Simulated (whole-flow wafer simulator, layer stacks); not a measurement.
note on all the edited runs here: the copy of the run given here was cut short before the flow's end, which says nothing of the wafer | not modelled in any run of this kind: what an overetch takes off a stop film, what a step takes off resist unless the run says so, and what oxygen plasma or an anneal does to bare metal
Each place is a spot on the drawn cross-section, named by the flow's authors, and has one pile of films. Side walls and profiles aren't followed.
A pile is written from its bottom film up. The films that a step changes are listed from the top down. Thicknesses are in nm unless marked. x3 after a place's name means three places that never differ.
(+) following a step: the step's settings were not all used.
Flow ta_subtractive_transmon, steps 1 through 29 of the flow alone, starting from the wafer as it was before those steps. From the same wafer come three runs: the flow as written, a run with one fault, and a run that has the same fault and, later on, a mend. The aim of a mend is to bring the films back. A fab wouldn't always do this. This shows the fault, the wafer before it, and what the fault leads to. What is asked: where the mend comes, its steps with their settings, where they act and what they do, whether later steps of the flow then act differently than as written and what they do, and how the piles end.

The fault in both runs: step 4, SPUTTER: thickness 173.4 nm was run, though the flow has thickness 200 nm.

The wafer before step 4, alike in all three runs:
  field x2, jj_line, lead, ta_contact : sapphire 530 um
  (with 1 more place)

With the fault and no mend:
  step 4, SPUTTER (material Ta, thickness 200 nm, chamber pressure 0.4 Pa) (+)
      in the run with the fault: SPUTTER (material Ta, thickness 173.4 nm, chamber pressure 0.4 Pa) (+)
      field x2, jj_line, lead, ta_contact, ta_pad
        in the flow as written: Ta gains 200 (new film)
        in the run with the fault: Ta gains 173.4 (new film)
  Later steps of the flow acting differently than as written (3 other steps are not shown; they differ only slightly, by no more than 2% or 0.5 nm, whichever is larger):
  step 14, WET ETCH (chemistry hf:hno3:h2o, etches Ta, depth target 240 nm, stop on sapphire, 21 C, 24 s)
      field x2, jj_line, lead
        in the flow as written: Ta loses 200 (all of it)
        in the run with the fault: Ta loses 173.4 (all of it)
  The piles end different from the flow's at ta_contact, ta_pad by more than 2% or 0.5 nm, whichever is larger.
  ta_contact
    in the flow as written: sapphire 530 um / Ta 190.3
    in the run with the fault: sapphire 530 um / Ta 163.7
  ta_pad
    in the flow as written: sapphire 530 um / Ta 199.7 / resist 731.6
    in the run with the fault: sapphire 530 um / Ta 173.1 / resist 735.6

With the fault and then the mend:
  The mend follows step 5.
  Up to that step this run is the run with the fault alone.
  step 5a, WET ETCH (chemistry hf:hno3:h2o, etches Ta, depth target 199.4 nm, stop on sapphire, 21 C, 19.94 s)
      field x2, jj_line, lead, ta_contact, ta_pad
        Ta loses 173.4 (all of it)
  step 5b, SPUTTER (material Ta, thickness 200 nm, chamber pressure 0.4 Pa) (+) (a further turn of the flow's step 4)
      field x2, jj_line, lead, ta_contact, ta_pad
        Ta gains 200 (new film)
  Later steps of the flow that are run all act as written at every place that is followed.
  At every place that both follow, the piles at the end match the flow's.
